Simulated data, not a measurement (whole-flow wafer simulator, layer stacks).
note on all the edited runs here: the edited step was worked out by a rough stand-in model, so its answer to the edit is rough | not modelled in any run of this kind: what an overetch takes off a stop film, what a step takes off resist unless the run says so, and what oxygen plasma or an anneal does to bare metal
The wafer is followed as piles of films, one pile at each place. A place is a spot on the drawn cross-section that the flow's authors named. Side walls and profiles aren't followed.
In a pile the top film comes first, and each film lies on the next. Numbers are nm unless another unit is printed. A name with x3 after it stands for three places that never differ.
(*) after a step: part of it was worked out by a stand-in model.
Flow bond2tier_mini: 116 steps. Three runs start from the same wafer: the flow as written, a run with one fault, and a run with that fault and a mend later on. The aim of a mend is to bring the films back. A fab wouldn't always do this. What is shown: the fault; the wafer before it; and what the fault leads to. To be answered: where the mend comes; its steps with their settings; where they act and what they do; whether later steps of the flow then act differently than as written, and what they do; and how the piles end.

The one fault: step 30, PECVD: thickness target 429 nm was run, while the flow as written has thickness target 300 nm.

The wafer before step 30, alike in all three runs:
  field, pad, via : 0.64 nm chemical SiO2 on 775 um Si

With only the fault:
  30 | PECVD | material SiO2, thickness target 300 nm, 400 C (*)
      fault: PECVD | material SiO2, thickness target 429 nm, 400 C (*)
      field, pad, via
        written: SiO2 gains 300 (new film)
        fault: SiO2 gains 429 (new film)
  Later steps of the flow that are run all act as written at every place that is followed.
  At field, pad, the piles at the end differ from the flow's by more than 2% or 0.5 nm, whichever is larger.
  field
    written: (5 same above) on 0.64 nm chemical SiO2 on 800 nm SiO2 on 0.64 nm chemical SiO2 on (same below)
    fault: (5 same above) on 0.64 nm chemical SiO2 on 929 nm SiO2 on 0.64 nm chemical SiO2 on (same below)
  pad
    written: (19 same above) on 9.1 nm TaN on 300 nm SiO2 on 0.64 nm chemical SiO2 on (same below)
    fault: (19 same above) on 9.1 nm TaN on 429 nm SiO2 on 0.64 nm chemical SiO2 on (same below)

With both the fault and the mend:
  The mend follows step 30.
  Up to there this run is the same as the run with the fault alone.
  30a | ETCH | chemistry CHF3/CF4-rie, etches SiO2, depth target 129 nm (a further turn of the flow's step 9, with different settings)
      field, pad, via
        SiO2 loses 129
  Later steps of the flow that are run all act as written at every place that is followed.
  The piles end the same as the flow's at every place that both follow.
